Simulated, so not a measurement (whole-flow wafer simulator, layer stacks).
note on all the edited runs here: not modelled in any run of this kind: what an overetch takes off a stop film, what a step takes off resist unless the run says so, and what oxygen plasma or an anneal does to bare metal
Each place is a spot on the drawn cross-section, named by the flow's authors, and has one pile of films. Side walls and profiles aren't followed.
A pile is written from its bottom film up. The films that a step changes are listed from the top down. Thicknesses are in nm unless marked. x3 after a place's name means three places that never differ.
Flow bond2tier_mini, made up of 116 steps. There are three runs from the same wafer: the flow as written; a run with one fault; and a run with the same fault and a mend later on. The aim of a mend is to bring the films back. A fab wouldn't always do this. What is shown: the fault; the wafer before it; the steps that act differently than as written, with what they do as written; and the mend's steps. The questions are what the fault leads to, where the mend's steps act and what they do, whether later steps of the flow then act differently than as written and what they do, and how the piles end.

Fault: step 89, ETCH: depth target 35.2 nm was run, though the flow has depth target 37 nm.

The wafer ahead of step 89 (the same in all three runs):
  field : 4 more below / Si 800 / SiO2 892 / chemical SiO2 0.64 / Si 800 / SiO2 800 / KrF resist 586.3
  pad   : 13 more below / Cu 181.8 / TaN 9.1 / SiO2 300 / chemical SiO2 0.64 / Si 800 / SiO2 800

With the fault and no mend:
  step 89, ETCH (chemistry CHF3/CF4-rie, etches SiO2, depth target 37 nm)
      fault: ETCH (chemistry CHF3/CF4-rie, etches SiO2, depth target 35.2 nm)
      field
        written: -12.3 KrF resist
        fault: -11.7 KrF resist
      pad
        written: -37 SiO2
        fault: -35.2 SiO2
  Later steps of the flow that are run all act as written at every place that is followed, up to a difference of at most 2% or 0.5 nm, whichever is larger.
  The piles end different from the flow's at pad by more than 2% or 0.5 nm, whichever is larger.
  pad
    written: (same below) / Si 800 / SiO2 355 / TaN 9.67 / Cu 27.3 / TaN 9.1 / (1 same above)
    fault: (same below) / Si 800 / SiO2 356.8 / TaN 9.68 / Cu 25.5 / TaN 9.1 / (1 same above)

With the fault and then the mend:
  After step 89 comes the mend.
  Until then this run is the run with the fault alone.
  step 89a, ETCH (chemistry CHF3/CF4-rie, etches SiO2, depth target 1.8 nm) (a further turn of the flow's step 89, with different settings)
      field
        -0.6 KrF resist
      pad
        -1.8 SiO2
  Later steps of the flow that are run all act as written at every place that is followed.
  The piles end the same as the flow's at every place that both follow.
